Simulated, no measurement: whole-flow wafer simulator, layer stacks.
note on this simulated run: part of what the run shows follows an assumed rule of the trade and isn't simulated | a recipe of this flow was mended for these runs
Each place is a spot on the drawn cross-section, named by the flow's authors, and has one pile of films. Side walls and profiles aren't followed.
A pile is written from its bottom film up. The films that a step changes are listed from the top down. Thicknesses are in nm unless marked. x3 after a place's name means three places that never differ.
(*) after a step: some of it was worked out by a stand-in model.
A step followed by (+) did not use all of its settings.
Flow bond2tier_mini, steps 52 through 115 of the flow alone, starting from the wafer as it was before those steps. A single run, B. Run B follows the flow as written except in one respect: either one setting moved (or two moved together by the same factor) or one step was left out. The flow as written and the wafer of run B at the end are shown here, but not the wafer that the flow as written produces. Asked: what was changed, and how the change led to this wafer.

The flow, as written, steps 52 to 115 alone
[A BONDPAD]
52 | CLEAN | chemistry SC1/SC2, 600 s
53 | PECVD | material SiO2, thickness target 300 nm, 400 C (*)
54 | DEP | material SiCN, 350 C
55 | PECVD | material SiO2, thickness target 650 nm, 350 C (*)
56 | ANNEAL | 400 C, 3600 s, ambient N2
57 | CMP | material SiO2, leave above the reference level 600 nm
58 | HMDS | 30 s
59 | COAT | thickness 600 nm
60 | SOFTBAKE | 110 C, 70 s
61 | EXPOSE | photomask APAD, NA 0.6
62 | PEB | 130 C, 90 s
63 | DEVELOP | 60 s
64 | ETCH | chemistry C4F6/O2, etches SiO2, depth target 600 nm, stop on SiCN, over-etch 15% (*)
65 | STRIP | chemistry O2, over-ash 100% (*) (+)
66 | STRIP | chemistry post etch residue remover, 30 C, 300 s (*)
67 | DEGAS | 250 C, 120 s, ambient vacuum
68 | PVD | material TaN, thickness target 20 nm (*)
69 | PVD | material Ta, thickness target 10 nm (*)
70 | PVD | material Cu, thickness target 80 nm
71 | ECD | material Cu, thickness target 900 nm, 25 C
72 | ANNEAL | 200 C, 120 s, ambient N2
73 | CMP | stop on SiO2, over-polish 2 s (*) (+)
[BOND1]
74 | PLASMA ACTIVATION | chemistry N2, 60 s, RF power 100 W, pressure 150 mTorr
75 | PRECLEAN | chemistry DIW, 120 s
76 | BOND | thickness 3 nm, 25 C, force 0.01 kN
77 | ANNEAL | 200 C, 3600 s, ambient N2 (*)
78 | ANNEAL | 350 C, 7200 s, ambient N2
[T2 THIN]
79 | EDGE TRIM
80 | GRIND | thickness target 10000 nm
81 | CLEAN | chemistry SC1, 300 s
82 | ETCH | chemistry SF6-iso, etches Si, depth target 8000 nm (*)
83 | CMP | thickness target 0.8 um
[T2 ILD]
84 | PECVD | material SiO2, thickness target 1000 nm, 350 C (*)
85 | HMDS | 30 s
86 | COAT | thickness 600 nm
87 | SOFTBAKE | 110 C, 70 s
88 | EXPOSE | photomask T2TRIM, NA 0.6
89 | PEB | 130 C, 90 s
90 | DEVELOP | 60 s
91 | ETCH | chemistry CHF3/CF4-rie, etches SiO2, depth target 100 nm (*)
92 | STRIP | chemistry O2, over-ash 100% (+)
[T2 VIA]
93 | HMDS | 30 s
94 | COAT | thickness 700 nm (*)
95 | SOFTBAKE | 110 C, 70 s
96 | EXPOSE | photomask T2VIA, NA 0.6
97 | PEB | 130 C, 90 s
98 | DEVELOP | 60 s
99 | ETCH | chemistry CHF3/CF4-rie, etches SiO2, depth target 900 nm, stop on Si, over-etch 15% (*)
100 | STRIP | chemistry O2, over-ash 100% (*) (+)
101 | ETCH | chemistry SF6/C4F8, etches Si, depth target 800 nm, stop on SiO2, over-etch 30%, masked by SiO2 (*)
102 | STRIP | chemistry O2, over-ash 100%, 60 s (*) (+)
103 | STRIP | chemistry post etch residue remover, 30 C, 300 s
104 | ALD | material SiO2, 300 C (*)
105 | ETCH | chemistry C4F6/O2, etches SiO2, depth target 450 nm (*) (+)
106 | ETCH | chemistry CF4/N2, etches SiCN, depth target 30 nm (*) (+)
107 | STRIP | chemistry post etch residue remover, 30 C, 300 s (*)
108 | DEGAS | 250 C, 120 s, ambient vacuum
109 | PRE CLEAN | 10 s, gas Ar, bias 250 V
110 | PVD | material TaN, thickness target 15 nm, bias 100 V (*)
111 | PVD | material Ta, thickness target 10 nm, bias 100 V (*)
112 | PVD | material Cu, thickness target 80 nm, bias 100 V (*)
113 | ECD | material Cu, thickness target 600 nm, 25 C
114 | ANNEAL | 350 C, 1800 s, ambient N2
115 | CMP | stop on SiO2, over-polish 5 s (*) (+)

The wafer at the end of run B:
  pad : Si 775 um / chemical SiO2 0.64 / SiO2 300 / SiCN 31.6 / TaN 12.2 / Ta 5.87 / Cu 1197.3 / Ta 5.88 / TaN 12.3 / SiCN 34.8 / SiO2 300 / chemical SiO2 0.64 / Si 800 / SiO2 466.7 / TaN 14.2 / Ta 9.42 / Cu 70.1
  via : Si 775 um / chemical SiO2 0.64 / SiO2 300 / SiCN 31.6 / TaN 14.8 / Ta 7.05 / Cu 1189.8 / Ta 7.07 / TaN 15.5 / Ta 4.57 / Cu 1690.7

Cause: step 64, ETCH: over-etch 18.2% was run, whereas the flow has over-etch 15%.

Step by step, how the change led to this:
  64 | ETCH | chemistry C4F6/O2, etches SiO2, depth target 600 nm, stop on SiCN, over-etch 15% (*)
      pad, via: -600 SiO2 (all of it), -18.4 SiCN (it would be, as written: -600 SiO2 (all of it), -15.2 SiCN)
      field: -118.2 thick-KrF-resist (it would be, as written: -115 thick-KrF-resist)
